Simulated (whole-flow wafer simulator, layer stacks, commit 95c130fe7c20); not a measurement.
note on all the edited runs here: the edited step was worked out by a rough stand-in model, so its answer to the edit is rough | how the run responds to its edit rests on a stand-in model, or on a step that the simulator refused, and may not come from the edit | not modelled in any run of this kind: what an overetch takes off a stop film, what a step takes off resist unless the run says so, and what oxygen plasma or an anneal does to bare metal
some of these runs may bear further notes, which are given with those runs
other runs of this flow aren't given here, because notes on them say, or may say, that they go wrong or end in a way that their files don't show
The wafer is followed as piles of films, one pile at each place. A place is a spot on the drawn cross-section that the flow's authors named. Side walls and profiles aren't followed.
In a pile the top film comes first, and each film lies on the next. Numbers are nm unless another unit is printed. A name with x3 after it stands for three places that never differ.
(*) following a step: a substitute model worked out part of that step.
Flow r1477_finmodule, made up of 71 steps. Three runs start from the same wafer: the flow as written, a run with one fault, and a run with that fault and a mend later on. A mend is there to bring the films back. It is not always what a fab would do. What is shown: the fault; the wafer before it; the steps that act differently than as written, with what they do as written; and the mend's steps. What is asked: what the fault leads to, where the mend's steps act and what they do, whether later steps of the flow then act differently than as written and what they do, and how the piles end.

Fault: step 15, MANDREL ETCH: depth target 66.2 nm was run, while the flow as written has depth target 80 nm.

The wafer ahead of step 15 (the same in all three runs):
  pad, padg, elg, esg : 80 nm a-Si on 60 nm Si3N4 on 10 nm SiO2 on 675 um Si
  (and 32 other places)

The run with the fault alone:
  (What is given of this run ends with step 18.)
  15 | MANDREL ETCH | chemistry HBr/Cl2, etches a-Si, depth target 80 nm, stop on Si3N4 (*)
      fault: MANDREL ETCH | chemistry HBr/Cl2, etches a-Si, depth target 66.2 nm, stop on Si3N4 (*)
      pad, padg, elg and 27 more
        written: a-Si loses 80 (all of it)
        fault: a-Si loses 66.2
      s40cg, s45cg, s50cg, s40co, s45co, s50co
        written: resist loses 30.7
        fault: resist loses 25.4
  Steps later in the flow that act otherwise than as written:
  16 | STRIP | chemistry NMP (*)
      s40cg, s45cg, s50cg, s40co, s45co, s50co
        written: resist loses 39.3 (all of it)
        fault: resist loses 44.6 (all of it)
  After step 18, at pad, padg, elg and 27 more, the piles differ from the flow's by more than 2% or 0.5 nm, whichever is larger.
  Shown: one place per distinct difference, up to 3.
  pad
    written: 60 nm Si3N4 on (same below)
    fault: 13.8 nm a-Si on 60 nm Si3N4 on (same below)

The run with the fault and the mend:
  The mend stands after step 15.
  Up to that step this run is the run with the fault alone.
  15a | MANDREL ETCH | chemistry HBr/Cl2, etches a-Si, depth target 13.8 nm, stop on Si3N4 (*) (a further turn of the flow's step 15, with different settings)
      pad, padg, elg and 27 more
        a-Si loses 13.8 (all of it)
      s40cg, s45cg, s50cg, s40co, s45co, s50co
        resist loses 5.29
  Every later step of the flow that is run acts as written at every place that is followed.
  The piles end the same as the flow's at every place that both follow.
